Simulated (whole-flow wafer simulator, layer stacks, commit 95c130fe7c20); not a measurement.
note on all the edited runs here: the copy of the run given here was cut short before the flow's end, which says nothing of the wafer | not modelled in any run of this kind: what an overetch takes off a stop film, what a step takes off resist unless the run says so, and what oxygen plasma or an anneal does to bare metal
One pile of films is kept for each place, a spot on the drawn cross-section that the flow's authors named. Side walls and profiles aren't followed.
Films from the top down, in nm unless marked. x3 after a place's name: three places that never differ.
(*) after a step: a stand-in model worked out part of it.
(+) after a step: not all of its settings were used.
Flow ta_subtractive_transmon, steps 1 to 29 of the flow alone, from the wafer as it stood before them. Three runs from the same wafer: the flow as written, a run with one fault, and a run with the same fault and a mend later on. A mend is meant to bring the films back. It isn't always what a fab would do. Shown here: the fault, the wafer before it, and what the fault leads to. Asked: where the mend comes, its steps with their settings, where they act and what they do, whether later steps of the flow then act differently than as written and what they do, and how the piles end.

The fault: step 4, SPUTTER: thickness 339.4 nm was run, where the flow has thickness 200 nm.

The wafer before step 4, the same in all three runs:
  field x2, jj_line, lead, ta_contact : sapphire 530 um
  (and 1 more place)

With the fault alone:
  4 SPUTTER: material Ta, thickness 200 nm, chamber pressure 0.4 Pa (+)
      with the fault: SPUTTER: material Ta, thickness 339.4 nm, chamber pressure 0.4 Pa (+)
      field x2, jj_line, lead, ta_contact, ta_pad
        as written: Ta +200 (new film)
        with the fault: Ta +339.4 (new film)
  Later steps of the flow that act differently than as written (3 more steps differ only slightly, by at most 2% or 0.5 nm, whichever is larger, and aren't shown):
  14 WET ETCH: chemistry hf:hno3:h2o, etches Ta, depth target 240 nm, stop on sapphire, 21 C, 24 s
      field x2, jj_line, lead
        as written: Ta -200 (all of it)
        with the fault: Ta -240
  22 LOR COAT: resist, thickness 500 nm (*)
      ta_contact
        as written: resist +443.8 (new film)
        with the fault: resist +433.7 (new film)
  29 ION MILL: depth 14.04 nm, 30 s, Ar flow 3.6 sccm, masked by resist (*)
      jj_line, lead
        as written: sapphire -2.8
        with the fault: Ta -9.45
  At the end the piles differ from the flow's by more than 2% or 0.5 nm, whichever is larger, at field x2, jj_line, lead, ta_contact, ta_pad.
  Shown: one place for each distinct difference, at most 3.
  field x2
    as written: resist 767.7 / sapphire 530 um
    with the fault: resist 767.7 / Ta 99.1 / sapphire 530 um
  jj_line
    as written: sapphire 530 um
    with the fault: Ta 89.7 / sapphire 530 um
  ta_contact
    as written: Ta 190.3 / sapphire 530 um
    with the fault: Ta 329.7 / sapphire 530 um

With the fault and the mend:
  The mend comes after step 5.
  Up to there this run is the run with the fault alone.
  5a WET ETCH: chemistry hf:hno3:h2o, etches Ta, depth target 139.4 nm, stop on sapphire, 21 C, 13.94 s
      field x2, jj_line, lead, ta_contact, ta_pad
        Ta -139.4
  No later step of the flow acts differently than as written at any place that is followed.
  At the end the piles are the same as the flow's at every place that both follow.
